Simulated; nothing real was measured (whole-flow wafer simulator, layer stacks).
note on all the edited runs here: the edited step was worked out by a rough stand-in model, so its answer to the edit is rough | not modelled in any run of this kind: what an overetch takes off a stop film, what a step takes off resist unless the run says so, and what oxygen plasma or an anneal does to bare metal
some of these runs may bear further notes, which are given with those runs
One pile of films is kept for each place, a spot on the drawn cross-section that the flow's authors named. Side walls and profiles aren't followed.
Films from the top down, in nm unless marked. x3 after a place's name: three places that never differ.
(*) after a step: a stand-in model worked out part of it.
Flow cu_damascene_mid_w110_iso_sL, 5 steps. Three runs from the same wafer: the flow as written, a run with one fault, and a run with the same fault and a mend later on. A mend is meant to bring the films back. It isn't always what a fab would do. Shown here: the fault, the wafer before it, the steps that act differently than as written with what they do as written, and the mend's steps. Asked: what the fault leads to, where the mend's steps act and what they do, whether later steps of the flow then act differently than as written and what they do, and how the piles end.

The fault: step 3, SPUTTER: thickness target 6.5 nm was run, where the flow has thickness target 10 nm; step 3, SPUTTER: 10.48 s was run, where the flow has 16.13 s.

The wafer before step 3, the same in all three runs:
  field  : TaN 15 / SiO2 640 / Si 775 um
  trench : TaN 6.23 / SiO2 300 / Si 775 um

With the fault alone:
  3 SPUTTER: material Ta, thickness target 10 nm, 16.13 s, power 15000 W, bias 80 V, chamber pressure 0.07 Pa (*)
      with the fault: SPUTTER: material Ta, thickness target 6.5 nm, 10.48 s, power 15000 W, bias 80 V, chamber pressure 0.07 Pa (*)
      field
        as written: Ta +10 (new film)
        with the fault: Ta +6.5 (new film)
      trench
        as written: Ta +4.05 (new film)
        with the fault: Ta +2.63 (new film)
  No later step of the flow acts differently than as written, at any place that is followed, by more than 2% or 0.5 nm, whichever is larger.
  At the end the piles differ from the flow's by more than 2% or 0.5 nm, whichever is larger, at field, trench.
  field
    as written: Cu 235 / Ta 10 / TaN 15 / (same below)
    with the fault: Cu 235 / Ta 6.5 / TaN 15 / (same below)
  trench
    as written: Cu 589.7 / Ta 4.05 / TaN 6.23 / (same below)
    with the fault: Cu 587.6 / Ta 2.63 / TaN 6.23 / (same below)

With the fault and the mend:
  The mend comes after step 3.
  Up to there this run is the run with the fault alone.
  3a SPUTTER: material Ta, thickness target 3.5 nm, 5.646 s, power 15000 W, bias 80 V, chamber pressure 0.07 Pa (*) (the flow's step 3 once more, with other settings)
      field
        Ta +3.5
      trench
        Ta +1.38
  No later step of the flow acts differently than as written at any place that is followed.
  At the end the piles differ from the flow's only slightly at the places that both follow, by at most 2% or 0.5 nm, whichever is larger.
